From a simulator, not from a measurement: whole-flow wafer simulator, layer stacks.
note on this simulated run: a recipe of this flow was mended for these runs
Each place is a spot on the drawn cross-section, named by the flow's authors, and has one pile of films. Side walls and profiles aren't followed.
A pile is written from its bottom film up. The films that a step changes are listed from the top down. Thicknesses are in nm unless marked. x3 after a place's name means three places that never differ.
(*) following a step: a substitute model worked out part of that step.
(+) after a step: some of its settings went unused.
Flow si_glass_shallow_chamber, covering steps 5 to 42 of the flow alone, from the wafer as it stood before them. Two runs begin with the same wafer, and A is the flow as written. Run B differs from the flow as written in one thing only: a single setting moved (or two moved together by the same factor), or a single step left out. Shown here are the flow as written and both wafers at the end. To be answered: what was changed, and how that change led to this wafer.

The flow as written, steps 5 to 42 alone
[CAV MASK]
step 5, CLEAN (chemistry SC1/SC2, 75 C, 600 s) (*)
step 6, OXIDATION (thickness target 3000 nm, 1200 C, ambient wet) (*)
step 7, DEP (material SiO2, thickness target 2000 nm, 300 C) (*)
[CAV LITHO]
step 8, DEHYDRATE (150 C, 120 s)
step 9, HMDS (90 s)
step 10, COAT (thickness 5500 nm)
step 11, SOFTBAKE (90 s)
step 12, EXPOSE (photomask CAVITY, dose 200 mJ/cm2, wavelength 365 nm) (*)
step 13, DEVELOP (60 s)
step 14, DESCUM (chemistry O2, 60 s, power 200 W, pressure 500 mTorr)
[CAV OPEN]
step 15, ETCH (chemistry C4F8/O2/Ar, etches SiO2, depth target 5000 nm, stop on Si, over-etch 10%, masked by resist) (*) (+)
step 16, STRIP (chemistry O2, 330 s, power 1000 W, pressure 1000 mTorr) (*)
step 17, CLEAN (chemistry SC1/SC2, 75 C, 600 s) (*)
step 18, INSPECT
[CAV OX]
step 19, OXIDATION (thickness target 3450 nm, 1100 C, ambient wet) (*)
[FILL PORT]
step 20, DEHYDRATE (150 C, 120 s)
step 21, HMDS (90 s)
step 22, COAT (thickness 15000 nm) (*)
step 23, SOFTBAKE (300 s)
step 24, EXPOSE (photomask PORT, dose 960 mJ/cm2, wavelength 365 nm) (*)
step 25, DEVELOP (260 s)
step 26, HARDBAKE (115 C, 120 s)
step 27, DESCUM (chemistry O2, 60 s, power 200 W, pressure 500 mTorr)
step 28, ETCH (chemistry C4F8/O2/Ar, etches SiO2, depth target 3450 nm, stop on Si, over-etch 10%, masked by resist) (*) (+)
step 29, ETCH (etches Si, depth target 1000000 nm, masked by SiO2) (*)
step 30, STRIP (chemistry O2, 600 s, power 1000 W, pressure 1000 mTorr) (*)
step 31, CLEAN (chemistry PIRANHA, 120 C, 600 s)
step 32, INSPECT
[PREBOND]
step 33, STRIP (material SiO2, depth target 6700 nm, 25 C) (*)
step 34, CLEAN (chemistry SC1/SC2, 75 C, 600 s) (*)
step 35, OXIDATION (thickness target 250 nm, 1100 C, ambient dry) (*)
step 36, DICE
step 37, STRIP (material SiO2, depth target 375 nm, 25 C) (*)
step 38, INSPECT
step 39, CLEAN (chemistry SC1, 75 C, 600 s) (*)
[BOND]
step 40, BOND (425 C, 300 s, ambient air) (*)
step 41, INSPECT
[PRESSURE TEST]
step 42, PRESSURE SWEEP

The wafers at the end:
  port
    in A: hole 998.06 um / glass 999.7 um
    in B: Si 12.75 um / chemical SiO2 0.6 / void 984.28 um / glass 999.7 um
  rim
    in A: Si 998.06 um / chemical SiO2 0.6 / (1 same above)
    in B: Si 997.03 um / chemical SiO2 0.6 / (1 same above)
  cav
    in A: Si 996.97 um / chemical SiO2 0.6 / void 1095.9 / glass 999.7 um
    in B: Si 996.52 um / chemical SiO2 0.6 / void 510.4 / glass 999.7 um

What caused this: step 6, OXIDATION: thickness target 5700 nm was run, while the flow as written has thickness target 3000 nm.

How this came from the change, step by step:
  step 6, OXIDATION (thickness target 3000 nm, 1200 C, ambient wet) (*)
      rim, ramp, cav, port, septum, ring: A SiO2 gains 3000 (new film), chemical SiO2 loses 0.6 (all of it), Si loses 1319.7 | B SiO2 gains 5700 (new film), chemical SiO2 loses 0.6 (all of it), Si loses 2507.7
  step 15, ETCH (chemistry C4F8/O2/Ar, etches SiO2, depth target 5000 nm, stop on Si, over-etch 10%, masked by resist) (*) (+)
      cav, port: A SiO2 loses 5000 (all of it), Si loses 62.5 | B SiO2 loses 5500
  step 16, STRIP (chemistry O2, 330 s, power 1000 W, pressure 1000 mTorr) (*)
      cav, port: A chemical SiO2 gains 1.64 (new film), Si loses 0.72 | B nothing
  step 17, CLEAN (chemistry SC1/SC2, 75 C, 600 s) (*)
      cav, port: A chemical SiO2 loses 1.04, Si loses 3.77 | B SiO2 loses 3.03
  step 19, OXIDATION (thickness target 3450 nm, 1100 C, ambient wet) (*)
      cav, port: A SiO2 gains 3450 (new film), chemical SiO2 loses 0.6 (all of it), Si loses 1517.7 | B SiO2 gains 1927, Si loses 847.9
      rim, ramp, septum, ring: A SiO2 gains 1110.9, Si loses 488.8 | B SiO2 gains 767.1, Si loses 337.5
  step 22, COAT (thickness 15000 nm) (*)
      rim: A thick-i-line-resist gains 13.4 um (new film) | B thick-i-line-resist gains 12.96 um (new film)
      ramp: A thick-i-line-resist gains 12.89 um (new film) | B thick-i-line-resist gains 12.3 um (new film)
      (also at 4 further places)
  step 23, SOFTBAKE (300 s)
      rim: A thick-i-line-resist loses 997 | B thick-i-line-resist loses 1310.4
      ramp: A thick-i-line-resist loses 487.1 | B thick-i-line-resist loses 656.7
      (also at 4 further places)
  step 25, DEVELOP (260 s)
      port: A thick-i-line-resist loses 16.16 um (all of it) | B thick-i-line-resist loses 16.49 um (all of it)
  step 26, HARDBAKE (115 C, 120 s)
      rim, ramp: A thick-i-line-resist loses 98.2 | B thick-i-line-resist loses 89.3
      cav: A thick-i-line-resist loses 147.1 | B thick-i-line-resist loses 151.8
  step 28, ETCH (chemistry C4F8/O2/Ar, etches SiO2, depth target 3450 nm, stop on Si, over-etch 10%, masked by resist) (*) (+)
      port: A SiO2 loses 3450 (all of it), Si loses 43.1 | B SiO2 loses 3795
  step 29, ETCH (etches Si, depth target 1000000 nm, masked by SiO2) (*)
      port: A hole gains 997.05 um (new film), Si loses 997.05 um (all of it) | B SiO2 loses 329 (all of it), Si loses 983.76 um
      rim, ramp: A thick-i-line-resist loses 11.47 um (all of it), SiO2 loses 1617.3 | B thick-i-line-resist loses 10.72 um (all of it), SiO2 loses 2017.2
      (also at 2 further places)
  step 30, STRIP (chemistry O2, 600 s, power 1000 W, pressure 1000 mTorr) (*)
      port: A nothing | B chemical SiO2 gains 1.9 (new film), Si loses 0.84
      cav: A thick-i-line-resist loses 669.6 (all of it) | B thick-i-line-resist loses 1002.7 (all of it)
  step 33, STRIP (material SiO2, depth target 6700 nm, 25 C) (*)
      port: A nothing | B chemical SiO2 loses 1.9 (all of it)
      rim, ramp: A SiO2 loses 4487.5 (all of it) | B SiO2 loses 6443.9 (all of it)
      (also at 3 further places)
  step 34, CLEAN (chemistry SC1/SC2, 75 C, 600 s) (*)
      port: A nothing | B chemical SiO2 gains 0.6 (new film), Si loses 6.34
  step 35, OXIDATION (thickness target 250 nm, 1100 C, ambient dry) (*)
      port: A nothing | B SiO2 gains 250 (new film), chemical SiO2 loses 0.6 (all of it), Si loses 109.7
  step 37, STRIP (material SiO2, depth target 375 nm, 25 C) (*)
      port: A nothing | B SiO2 loses 250 (all of it)
  ... 1 other step ...
  step 40, BOND (425 C, 300 s, ambient air) (*)
      port: A glass gains 999.7 um (new film), hole gains 1017.3 | B glass gains 999.7 um (new film), void gains 984.28 um (new film)
      cav: A glass gains 999.7 um (new film), void gains 1095.9 (new film) | B glass gains 999.7 um (new film), void gains 510.4 (new film)
